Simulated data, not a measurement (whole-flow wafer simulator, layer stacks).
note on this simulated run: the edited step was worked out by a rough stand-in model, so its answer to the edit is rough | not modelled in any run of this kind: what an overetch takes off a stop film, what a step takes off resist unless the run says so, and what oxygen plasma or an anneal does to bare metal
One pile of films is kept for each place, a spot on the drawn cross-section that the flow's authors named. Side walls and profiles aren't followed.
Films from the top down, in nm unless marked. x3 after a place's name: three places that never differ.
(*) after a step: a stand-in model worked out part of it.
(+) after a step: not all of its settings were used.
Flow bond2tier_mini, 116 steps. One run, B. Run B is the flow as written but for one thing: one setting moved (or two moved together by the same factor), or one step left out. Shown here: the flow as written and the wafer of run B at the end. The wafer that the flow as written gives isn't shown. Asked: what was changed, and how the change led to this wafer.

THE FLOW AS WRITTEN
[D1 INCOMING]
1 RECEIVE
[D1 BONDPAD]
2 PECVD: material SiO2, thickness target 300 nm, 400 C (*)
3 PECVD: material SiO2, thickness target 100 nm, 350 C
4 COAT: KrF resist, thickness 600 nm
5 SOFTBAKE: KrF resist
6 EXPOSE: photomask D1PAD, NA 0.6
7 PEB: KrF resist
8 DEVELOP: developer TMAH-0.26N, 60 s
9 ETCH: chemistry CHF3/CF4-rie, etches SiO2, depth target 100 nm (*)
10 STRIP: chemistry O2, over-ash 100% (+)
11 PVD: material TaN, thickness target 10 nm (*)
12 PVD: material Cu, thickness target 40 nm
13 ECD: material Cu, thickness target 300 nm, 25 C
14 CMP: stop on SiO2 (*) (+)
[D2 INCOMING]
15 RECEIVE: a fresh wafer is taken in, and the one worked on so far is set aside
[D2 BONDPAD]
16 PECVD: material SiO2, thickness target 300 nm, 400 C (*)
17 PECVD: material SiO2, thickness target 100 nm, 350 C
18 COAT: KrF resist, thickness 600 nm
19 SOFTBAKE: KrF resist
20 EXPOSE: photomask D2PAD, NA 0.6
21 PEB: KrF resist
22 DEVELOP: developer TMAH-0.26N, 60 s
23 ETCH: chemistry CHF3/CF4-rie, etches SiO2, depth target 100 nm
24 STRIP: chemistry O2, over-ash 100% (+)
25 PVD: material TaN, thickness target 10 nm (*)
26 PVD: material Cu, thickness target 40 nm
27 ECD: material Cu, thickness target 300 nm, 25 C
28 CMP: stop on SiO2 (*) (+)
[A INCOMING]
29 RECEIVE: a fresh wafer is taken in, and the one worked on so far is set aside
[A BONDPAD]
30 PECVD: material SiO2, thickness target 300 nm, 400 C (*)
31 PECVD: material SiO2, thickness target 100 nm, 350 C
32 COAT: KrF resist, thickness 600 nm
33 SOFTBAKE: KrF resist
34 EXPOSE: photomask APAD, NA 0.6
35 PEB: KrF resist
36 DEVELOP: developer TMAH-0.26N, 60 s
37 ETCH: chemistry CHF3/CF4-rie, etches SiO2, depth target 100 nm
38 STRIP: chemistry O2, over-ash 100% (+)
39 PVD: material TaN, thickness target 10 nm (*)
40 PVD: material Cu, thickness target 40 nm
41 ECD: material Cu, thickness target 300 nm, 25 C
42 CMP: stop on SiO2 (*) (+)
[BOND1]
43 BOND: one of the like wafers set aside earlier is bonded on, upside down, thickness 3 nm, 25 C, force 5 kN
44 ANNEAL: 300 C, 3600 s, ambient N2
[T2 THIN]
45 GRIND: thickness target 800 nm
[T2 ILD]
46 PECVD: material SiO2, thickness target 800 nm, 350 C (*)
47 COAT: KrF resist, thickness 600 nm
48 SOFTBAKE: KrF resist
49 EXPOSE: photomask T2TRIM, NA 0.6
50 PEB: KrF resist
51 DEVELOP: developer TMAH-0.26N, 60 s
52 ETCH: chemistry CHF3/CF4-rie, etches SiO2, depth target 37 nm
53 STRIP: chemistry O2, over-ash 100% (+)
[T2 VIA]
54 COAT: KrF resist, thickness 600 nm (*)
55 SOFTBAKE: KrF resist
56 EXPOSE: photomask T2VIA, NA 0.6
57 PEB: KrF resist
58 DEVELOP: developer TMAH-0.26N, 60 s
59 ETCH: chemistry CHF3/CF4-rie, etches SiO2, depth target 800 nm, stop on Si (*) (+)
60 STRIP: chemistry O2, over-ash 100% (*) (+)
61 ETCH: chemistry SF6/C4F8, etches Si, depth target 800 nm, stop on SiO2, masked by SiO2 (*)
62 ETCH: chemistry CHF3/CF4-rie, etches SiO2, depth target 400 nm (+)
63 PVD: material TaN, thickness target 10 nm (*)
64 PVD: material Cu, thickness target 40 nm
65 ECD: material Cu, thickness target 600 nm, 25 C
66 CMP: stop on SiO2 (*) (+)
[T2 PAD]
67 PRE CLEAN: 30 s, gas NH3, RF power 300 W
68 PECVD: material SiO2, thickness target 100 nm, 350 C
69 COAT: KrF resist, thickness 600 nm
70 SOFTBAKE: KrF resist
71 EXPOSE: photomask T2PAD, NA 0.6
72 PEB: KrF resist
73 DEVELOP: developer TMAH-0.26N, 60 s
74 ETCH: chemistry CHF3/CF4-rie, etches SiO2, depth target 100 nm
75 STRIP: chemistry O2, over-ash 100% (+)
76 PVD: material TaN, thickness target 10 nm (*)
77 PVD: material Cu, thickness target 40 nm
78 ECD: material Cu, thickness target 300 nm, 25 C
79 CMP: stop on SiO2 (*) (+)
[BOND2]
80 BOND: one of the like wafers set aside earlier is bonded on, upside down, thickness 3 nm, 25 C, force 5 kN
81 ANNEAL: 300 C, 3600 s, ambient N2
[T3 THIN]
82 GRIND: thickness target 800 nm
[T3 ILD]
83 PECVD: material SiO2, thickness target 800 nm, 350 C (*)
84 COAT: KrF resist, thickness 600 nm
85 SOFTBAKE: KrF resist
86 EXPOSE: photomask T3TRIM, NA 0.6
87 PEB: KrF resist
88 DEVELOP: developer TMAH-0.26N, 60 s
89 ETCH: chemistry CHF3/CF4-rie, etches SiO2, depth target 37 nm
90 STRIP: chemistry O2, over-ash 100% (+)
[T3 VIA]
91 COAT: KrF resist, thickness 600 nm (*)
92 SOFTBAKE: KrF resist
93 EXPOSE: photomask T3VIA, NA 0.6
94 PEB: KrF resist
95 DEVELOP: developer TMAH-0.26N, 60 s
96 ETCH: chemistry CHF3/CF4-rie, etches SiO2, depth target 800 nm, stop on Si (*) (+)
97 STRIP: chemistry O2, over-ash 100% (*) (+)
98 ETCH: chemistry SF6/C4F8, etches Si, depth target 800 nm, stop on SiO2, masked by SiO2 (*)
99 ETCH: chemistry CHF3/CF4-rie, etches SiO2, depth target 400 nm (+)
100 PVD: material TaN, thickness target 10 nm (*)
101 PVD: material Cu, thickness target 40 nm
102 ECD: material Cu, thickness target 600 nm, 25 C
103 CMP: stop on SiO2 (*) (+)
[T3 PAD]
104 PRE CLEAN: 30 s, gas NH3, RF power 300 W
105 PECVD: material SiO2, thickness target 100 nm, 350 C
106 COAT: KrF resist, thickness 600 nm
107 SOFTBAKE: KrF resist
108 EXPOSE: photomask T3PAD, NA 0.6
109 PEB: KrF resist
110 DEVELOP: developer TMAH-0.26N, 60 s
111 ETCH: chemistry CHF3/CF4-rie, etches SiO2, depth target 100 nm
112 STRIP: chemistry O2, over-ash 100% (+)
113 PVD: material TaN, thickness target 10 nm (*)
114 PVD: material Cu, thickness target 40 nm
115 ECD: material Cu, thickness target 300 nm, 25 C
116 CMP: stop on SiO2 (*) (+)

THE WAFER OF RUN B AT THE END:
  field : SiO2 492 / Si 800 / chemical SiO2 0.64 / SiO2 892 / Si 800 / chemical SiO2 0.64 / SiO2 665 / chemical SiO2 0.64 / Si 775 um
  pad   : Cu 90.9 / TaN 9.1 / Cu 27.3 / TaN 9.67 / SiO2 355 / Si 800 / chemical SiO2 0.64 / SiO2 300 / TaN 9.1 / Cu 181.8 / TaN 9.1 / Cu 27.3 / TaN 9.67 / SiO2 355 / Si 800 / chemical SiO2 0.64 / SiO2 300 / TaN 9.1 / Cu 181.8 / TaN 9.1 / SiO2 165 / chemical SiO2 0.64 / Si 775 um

The cause: step 30, PECVD: thickness target 165 nm was run, where the flow has thickness target 300 nm.
It can be read off the wafer: pad has SiO2 165, and step 30 as written asks for 300 nm.

How the change led to this, step by step:
  30 PECVD: material SiO2, thickness target 300 nm, 400 C (*)
      field, pad, via: SiO2 +165 (new film) (as written it would be: SiO2 +300 (new film))
